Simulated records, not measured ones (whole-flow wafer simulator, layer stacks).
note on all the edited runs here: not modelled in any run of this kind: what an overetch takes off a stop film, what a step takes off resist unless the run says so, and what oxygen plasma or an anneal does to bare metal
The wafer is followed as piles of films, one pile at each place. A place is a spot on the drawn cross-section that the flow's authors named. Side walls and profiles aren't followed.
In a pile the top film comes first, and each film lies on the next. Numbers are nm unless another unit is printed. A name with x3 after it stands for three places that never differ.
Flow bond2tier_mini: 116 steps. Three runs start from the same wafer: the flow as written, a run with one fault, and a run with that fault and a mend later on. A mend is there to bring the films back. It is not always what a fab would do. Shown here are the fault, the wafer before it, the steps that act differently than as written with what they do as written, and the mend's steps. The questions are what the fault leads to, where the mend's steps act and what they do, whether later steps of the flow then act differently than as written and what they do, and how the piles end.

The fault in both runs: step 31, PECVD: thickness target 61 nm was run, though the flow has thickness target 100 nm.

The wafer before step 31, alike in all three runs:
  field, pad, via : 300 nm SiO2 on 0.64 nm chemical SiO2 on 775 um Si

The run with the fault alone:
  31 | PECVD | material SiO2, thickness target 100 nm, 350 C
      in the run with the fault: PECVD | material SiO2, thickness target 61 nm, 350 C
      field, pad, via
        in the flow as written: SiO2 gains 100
        in the run with the fault: SiO2 gains 61
  Later steps of the flow that are run all act as written at every place that is followed.
  The piles end different from the flow's at field, pad by more than 2% or 0.5 nm, whichever is larger.
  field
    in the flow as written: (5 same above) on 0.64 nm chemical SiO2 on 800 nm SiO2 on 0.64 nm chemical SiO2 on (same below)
    in the run with the fault: (5 same above) on 0.64 nm chemical SiO2 on 761 nm SiO2 on 0.64 nm chemical SiO2 on (same below)
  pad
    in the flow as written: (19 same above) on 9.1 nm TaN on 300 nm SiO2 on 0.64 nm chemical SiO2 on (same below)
    in the run with the fault: (19 same above) on 9.1 nm TaN on 261 nm SiO2 on 0.64 nm chemical SiO2 on (same below)

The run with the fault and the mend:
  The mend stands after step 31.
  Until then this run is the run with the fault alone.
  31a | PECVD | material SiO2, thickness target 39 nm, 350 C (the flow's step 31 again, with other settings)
      field, pad, via
        SiO2 gains 39
  Later steps of the flow that are run all act as written at every place that is followed.
  The piles end the same as the flow's at every place that both follow.
